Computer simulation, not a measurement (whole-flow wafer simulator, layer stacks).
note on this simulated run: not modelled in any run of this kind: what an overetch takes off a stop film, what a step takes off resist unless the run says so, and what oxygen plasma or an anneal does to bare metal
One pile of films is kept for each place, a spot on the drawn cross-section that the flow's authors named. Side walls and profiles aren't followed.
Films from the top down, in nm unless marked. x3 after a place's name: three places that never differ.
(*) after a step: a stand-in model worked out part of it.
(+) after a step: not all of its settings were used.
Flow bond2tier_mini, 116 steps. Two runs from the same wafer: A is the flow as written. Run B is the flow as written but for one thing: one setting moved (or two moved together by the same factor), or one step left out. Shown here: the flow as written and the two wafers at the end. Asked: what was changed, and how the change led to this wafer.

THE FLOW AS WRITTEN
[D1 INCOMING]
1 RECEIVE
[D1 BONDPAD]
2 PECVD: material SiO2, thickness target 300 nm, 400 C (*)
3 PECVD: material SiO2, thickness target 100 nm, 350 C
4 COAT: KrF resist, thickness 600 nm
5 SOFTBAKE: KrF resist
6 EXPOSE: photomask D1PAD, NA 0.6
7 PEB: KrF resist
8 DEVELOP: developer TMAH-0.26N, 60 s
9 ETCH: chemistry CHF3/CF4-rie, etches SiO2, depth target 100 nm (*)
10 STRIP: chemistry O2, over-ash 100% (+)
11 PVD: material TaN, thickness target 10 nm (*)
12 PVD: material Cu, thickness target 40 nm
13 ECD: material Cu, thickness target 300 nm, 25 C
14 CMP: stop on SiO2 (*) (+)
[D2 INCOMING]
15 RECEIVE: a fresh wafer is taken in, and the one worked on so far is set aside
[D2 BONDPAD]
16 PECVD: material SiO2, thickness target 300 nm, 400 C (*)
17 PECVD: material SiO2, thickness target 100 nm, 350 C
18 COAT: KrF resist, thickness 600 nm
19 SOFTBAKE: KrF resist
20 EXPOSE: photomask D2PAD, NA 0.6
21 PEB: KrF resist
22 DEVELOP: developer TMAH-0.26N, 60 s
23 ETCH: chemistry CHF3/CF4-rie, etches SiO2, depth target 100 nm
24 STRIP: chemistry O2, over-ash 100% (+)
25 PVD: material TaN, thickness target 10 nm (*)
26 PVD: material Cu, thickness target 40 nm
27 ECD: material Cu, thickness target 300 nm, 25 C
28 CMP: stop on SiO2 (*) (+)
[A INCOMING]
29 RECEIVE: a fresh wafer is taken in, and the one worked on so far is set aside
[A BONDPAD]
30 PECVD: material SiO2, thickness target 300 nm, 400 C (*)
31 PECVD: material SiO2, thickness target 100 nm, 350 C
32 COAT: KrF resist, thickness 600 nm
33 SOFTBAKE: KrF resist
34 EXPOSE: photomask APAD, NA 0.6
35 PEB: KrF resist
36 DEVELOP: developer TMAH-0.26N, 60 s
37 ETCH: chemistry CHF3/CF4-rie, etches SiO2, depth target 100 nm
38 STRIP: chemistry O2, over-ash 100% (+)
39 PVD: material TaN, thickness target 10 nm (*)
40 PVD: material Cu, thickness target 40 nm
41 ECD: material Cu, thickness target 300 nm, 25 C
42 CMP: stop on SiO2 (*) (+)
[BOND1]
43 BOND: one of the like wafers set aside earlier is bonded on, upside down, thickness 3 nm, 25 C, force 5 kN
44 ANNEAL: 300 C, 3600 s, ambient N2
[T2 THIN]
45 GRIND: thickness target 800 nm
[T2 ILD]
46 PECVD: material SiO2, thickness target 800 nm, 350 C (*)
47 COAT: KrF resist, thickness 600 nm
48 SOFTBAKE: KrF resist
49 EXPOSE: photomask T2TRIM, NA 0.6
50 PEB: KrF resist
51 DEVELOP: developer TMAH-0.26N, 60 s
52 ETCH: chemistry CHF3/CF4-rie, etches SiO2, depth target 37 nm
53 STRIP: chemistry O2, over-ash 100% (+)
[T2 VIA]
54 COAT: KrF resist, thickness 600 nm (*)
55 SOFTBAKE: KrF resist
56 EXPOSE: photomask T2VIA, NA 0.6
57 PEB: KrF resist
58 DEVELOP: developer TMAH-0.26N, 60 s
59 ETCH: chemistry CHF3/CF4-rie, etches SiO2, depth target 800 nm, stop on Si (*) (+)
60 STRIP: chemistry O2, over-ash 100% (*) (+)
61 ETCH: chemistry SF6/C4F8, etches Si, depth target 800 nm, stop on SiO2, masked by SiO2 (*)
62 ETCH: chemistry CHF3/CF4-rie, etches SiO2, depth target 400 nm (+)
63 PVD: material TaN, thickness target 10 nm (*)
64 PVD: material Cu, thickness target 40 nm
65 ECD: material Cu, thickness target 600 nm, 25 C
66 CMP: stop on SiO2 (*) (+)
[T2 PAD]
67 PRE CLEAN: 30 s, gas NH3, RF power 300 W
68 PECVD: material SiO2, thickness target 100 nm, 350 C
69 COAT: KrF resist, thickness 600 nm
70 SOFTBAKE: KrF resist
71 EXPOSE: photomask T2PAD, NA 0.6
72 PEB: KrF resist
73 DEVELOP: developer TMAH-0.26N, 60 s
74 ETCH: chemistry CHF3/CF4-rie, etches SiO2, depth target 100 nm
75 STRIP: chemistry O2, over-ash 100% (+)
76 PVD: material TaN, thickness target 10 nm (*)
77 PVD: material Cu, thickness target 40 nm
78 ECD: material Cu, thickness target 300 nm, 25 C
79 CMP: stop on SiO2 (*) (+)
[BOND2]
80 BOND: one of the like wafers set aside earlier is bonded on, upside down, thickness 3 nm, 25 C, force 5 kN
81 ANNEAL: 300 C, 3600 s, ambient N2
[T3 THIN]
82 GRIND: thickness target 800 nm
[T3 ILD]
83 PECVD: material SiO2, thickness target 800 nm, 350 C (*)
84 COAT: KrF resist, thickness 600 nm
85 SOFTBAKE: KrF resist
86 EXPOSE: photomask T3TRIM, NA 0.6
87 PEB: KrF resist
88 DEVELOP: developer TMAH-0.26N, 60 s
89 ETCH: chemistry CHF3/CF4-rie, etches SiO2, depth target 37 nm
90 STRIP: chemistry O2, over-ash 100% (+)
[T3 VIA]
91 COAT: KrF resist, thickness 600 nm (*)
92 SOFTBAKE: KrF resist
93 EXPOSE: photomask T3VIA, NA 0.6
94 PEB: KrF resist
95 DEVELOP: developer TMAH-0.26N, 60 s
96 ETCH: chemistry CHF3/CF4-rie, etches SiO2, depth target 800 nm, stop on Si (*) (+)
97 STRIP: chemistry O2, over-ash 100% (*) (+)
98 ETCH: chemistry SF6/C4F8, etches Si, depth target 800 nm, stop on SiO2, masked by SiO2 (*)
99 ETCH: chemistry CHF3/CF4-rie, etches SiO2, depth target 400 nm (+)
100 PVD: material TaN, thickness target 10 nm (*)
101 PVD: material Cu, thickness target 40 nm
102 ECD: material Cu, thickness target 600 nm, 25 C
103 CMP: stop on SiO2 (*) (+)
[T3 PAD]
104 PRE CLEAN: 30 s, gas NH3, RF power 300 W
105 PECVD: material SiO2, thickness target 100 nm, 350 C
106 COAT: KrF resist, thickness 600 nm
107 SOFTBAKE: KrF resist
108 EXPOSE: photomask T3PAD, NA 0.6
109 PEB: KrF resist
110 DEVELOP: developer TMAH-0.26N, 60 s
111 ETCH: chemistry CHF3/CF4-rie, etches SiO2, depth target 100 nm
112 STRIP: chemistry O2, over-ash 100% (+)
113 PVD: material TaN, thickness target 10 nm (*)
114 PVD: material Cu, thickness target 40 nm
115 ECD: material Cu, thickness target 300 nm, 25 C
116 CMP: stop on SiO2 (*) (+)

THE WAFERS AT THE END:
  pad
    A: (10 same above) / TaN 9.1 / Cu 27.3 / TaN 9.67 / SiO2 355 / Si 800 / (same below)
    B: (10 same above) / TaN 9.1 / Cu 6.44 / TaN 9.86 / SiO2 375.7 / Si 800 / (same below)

The cause: step 52, ETCH: depth target 16.3 nm was run, where the flow has depth target 37 nm.

How the change led to this, step by step:
  52 ETCH: chemistry CHF3/CF4-rie, etches SiO2, depth target 37 nm
      pad, via: A SiO2 -37 | B SiO2 -16.3
      field: A KrF resist -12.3 | B KrF resist -5.43
  59 ETCH: chemistry CHF3/CF4-rie, etches SiO2, depth target 800 nm, stop on Si (*) (+)
      via: A SiO2 -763 (all of it) | B SiO2 -783.7 (all of it)
  60 STRIP: chemistry O2, over-ash 100% (*) (+)
      field: A KrF resist -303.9 (all of it) | B KrF resist -312.7 (all of it)
      pad: A KrF resist -336 (all of it) | B KrF resist -326.8 (all of it)
  65 ECD: material Cu, thickness target 600 nm, 25 C
      pad: A Cu +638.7 | B Cu +617
